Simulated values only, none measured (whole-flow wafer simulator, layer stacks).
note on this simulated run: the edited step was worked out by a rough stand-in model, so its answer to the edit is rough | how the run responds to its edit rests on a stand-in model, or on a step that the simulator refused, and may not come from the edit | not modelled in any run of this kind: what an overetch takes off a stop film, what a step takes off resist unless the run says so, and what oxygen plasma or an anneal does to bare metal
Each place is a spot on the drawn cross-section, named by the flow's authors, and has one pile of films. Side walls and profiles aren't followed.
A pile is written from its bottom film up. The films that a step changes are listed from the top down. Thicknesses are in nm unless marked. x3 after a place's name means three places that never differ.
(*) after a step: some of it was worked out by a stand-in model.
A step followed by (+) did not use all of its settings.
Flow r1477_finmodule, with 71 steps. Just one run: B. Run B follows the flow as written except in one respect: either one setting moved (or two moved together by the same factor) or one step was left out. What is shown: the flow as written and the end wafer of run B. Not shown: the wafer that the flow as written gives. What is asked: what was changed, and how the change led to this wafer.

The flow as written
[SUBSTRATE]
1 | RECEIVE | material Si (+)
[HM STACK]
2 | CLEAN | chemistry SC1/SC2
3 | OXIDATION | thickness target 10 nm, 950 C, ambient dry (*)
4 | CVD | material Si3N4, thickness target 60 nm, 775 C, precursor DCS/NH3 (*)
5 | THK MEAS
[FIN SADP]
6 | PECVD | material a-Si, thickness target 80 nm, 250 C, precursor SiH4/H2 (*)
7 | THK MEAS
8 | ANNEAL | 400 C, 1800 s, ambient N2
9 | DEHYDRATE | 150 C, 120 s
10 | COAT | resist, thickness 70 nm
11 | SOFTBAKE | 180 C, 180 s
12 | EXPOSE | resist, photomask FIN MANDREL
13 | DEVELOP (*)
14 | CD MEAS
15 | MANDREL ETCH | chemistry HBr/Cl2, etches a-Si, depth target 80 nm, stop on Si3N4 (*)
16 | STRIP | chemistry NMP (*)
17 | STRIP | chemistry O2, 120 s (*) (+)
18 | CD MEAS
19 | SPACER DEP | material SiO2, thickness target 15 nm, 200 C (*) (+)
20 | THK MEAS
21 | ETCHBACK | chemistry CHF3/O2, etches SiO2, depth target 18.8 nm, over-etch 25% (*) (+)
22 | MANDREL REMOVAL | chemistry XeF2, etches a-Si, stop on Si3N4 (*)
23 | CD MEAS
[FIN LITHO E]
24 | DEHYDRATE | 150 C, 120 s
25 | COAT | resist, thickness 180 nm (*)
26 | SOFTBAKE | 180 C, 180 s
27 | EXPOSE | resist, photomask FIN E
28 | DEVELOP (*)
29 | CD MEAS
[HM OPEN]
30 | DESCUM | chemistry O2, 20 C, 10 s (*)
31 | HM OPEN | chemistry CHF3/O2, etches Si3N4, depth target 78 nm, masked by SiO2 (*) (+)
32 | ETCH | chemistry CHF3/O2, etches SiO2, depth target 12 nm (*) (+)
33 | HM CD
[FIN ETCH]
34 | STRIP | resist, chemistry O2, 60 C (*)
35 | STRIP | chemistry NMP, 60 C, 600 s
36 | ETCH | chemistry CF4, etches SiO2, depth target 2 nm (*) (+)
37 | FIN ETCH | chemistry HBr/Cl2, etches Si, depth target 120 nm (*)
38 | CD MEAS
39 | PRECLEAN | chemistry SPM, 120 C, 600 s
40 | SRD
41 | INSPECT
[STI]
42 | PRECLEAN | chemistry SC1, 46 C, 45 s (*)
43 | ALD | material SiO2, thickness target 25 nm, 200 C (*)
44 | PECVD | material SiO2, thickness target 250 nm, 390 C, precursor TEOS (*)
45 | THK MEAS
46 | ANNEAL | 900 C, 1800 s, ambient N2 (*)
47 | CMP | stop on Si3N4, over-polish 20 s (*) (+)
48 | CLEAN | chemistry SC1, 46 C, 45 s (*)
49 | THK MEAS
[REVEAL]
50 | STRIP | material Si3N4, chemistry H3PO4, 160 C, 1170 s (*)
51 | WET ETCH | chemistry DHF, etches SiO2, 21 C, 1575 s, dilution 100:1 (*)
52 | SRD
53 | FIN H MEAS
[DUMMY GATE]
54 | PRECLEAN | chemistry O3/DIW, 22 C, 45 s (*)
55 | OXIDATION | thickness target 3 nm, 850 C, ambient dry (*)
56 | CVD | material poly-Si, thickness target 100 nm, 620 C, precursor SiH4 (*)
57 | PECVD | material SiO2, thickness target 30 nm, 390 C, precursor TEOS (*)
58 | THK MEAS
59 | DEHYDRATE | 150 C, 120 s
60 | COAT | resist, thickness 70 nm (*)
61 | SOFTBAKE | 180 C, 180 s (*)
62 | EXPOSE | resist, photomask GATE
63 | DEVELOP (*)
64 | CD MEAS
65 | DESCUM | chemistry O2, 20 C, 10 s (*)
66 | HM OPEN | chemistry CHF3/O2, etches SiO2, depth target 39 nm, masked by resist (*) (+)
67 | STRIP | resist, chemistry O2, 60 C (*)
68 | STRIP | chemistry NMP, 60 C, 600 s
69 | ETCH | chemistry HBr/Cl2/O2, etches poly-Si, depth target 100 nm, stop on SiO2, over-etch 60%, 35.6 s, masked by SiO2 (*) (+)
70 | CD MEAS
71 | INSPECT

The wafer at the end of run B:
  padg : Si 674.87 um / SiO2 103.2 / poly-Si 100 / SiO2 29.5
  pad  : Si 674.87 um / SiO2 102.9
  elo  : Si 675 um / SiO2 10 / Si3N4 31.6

The reason: step 57, PECVD: thickness target 34.8 nm was run, though the flow has thickness target 30 nm.

The path from the change to this, step by step:
  57 | PECVD | material SiO2, thickness target 30 nm, 390 C, precursor TEOS (*)
      pad, padg, elg and 33 more: +34.8 SiO2 (new film) (it would be, as written: +30 SiO2 (new film))
  66 | HM OPEN | chemistry CHF3/O2, etches SiO2, depth target 39 nm, masked by resist (*) (+)
      pad, elo, eso and 15 more: -34.8 SiO2 (all of it), -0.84 poly-Si (it would be, as written: -30 SiO2 (all of it), -1.8 poly-Si)
